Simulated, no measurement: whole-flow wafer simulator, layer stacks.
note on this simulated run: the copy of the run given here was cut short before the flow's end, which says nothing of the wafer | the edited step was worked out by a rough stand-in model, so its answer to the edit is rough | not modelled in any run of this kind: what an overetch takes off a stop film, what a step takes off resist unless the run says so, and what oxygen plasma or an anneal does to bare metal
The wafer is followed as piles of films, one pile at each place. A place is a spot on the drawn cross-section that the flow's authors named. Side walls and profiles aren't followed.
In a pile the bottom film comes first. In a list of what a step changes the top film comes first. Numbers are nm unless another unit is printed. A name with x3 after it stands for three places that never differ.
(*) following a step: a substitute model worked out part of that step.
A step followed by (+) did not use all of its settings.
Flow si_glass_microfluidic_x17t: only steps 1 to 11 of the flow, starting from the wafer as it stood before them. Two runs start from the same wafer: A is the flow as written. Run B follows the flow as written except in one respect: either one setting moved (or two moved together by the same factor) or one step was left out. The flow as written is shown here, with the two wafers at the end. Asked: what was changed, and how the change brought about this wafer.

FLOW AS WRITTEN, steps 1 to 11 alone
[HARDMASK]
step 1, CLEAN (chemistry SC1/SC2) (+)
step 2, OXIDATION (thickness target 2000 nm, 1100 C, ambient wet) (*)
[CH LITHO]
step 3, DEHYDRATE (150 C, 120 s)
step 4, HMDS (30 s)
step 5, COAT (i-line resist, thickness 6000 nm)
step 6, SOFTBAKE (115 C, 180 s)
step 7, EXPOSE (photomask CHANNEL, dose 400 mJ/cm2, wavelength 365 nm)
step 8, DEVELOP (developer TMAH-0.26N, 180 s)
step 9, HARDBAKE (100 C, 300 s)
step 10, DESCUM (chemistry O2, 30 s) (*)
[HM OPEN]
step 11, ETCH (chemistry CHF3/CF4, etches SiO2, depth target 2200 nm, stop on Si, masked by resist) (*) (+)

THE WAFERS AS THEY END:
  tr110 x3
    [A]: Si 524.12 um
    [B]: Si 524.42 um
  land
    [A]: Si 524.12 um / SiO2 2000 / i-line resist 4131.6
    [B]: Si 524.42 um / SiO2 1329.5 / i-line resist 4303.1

Cause: step 2, OXIDATION: 990 C was run, though the flow has 1100 C.

Step by step, how the change led to this:
  step 2, OXIDATION (thickness target 2000 nm, 1100 C, ambient wet) (*)
      land, tr110 x3: A SiO2 gains 2000 (new film), chemical SiO2 loses 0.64 (all of it), Si loses 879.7 | B SiO2 gains 1329.5 (new film), chemical SiO2 loses 0.64 (all of it), Si loses 584.7
  step 11, ETCH (chemistry CHF3/CF4, etches SiO2, depth target 2200 nm, stop on Si, masked by resist) (*) (+)
      tr110 x3: A SiO2 loses 2000 (all of it) | B SiO2 loses 1329.5 (all of it)
      land: A i-line resist loses 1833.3 | B i-line resist loses 1661.9
